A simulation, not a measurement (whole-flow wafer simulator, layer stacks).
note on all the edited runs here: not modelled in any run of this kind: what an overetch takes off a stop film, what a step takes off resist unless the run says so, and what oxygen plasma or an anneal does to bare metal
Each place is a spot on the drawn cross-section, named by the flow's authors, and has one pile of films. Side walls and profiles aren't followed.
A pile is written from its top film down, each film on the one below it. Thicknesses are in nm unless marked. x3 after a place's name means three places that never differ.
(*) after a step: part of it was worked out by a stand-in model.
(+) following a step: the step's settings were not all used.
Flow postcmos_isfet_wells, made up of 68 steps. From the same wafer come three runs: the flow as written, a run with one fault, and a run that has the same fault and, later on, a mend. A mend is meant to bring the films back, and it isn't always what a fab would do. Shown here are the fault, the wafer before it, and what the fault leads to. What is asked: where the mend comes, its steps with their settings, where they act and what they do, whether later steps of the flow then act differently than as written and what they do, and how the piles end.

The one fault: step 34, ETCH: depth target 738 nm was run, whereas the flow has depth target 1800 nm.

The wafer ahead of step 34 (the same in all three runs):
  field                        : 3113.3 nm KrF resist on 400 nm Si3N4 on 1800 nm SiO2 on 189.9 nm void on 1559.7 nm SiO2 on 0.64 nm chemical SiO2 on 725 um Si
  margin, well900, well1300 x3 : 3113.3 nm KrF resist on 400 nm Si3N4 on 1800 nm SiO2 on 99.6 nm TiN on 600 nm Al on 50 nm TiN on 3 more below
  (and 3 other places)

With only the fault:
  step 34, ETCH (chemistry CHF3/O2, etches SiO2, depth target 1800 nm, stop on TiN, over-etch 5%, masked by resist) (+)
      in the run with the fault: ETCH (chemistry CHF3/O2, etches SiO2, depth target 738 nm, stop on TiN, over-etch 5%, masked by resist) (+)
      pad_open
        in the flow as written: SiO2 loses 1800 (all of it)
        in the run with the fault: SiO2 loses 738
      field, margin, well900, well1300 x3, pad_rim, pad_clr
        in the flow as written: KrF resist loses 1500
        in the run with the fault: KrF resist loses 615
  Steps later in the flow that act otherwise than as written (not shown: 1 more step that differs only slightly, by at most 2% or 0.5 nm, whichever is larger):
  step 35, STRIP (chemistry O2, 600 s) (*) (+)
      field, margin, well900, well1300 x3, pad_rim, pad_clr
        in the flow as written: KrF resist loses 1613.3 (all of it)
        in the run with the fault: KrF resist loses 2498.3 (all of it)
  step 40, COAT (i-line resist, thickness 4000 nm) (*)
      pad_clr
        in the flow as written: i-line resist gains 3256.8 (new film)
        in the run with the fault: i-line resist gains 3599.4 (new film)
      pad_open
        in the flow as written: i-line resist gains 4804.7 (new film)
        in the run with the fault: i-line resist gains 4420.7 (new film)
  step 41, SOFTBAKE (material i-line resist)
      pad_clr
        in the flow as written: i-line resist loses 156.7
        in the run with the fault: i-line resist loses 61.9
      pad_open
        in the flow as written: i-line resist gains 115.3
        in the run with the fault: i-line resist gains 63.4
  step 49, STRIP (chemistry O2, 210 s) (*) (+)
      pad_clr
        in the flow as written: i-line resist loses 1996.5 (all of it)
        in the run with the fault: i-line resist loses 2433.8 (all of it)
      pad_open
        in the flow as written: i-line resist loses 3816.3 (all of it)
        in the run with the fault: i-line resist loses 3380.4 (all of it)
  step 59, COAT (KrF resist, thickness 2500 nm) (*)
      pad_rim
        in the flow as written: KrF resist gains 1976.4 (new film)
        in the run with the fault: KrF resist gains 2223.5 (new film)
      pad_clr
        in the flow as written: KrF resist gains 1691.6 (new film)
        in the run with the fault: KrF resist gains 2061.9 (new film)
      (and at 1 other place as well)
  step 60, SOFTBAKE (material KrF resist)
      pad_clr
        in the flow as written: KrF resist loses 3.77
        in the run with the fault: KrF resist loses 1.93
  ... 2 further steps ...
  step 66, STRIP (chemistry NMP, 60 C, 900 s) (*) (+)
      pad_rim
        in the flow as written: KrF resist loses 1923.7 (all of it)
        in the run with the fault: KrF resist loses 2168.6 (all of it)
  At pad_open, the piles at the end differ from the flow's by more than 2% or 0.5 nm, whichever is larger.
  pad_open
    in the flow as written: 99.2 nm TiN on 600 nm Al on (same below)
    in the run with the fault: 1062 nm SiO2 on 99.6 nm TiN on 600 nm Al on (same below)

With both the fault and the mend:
  The mend stands after step 34.
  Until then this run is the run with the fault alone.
  step 34a, ETCH (chemistry CHF3/O2, etches SiO2, depth target 1062 nm, stop on TiN, over-etch 5%, masked by resist) (the flow's step 34, run once more with other settings)
      field, margin, well900, well1300 x3, pad_rim, pad_clr
        KrF resist loses 885
      pad_open
        SiO2 loses 1062 (all of it)
  Later steps of the flow that are run all act as written at every place that is followed.
  At every place that both follow, the piles at the end match the flow's.
